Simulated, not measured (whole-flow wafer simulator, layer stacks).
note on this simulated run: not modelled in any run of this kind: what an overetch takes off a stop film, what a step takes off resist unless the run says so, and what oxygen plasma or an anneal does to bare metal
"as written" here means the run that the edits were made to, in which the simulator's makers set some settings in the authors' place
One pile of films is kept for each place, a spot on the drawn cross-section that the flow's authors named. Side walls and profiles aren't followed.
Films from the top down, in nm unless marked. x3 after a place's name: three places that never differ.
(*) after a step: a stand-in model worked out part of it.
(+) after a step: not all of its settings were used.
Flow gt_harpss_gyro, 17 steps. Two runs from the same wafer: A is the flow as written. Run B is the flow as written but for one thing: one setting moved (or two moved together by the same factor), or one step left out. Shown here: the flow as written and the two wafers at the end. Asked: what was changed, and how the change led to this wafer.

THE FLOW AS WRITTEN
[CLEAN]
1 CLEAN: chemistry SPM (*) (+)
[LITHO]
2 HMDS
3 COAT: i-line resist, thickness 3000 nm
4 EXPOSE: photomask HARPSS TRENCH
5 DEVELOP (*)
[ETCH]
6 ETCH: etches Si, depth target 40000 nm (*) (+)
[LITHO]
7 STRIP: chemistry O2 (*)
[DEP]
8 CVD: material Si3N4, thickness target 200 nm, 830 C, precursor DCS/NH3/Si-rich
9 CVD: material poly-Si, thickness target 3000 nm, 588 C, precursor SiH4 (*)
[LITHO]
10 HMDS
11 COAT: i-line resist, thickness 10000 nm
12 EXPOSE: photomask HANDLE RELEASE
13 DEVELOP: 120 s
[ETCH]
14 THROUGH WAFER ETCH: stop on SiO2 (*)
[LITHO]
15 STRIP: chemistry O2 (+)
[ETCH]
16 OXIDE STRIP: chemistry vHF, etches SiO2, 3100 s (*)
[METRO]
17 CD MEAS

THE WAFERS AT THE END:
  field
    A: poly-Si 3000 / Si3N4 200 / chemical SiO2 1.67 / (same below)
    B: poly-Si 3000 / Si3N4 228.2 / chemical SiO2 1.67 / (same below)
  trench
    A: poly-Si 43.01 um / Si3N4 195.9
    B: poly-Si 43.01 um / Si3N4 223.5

The cause: step 8, CVD: thickness target 228.2 nm was run, where the flow has thickness target 200 nm.
It can be read off the wafer: field has Si3N4 228.2, and step 8 as written asks for 200 nm.

How the change led to this, step by step:
  8 CVD: material Si3N4, thickness target 200 nm, 830 C, precursor DCS/NH3/Si-rich
      field: A Si3N4 +200 (new film) | B Si3N4 +228.2 (new film)
      trench: A Si3N4 +195.9 (new film) | B Si3N4 +223.5 (new film)
